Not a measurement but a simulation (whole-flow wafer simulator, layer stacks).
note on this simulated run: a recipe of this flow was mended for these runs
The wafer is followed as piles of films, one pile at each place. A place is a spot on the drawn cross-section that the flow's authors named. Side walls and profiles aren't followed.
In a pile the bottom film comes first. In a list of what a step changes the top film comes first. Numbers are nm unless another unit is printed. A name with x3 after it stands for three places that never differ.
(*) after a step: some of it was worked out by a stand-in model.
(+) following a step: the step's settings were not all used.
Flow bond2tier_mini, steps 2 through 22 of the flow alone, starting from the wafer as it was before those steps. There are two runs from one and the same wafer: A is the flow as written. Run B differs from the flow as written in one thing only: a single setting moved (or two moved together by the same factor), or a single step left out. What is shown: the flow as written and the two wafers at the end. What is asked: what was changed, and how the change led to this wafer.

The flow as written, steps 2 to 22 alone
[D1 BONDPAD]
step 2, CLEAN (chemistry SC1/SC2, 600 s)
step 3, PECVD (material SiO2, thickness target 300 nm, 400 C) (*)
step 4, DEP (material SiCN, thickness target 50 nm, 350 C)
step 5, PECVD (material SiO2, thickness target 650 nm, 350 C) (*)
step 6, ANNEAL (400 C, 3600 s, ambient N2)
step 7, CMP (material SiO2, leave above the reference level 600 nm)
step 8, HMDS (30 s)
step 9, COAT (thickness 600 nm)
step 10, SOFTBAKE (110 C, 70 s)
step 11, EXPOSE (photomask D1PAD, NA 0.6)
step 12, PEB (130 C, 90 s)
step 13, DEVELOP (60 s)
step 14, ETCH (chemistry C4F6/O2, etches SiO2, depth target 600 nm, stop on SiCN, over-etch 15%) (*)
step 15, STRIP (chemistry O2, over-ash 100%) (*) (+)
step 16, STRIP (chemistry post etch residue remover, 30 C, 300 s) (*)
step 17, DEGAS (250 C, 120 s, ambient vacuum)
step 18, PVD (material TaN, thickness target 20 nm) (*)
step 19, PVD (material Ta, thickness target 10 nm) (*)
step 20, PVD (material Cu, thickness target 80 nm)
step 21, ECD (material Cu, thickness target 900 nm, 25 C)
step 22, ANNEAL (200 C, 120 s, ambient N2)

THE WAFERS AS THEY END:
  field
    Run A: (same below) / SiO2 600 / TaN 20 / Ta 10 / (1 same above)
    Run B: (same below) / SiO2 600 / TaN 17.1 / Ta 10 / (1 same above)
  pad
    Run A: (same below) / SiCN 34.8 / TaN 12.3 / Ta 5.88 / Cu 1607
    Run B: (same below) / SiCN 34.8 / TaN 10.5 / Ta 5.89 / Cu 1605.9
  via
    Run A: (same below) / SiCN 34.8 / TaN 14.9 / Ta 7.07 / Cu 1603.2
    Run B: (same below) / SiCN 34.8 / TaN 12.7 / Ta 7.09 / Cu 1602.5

The reason: step 18, PVD: thickness target 17.1 nm was run, though the flow has thickness target 20 nm.
One can read it off the wafer: field has TaN 17.1, and step 18 as written asks for 20 nm.

How this came from the change, step by step:
  step 18, PVD (material TaN, thickness target 20 nm) (*)
      field: A TaN gains 20 (new film) | B TaN gains 17.1 (new film)
      pad: A TaN gains 12.3 (new film) | B TaN gains 10.5 (new film)
      (and at 1 other place as well)
